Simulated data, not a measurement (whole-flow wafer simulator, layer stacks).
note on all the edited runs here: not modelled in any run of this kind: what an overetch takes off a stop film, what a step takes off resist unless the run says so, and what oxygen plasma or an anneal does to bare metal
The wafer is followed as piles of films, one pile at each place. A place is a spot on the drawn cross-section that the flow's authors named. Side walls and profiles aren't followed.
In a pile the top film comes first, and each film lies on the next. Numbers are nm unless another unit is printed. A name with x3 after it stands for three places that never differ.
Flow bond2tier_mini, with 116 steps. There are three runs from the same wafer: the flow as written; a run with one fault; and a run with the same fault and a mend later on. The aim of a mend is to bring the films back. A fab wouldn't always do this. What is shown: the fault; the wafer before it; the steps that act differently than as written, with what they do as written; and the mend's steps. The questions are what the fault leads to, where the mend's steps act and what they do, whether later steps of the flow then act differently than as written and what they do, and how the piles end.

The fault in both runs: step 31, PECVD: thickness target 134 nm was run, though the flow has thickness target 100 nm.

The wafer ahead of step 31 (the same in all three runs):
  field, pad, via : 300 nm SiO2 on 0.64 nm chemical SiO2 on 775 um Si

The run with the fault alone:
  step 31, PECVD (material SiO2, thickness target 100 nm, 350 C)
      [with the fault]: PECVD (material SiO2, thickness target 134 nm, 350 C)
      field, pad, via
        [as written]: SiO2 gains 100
        [with the fault]: SiO2 gains 134
  None of the later steps of the flow acts differently than as written at any place that is followed.
  By the end, the piles at field, pad depart from the flow's by more than 2% or 0.5 nm, whichever is larger.
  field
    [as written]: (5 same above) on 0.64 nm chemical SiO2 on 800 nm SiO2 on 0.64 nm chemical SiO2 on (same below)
    [with the fault]: (5 same above) on 0.64 nm chemical SiO2 on 834 nm SiO2 on 0.64 nm chemical SiO2 on (same below)
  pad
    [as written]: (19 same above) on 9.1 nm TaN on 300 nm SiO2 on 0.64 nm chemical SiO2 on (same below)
    [with the fault]: (19 same above) on 9.1 nm TaN on 334 nm SiO2 on 0.64 nm chemical SiO2 on (same below)

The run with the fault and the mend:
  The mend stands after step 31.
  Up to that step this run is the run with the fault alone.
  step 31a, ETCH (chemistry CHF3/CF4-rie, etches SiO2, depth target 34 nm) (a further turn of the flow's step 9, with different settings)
      field, pad, via
        SiO2 loses 34
  None of the later steps of the flow acts differently than as written at any place that is followed.
  By the end, the piles equal the flow's at every place that both follow.
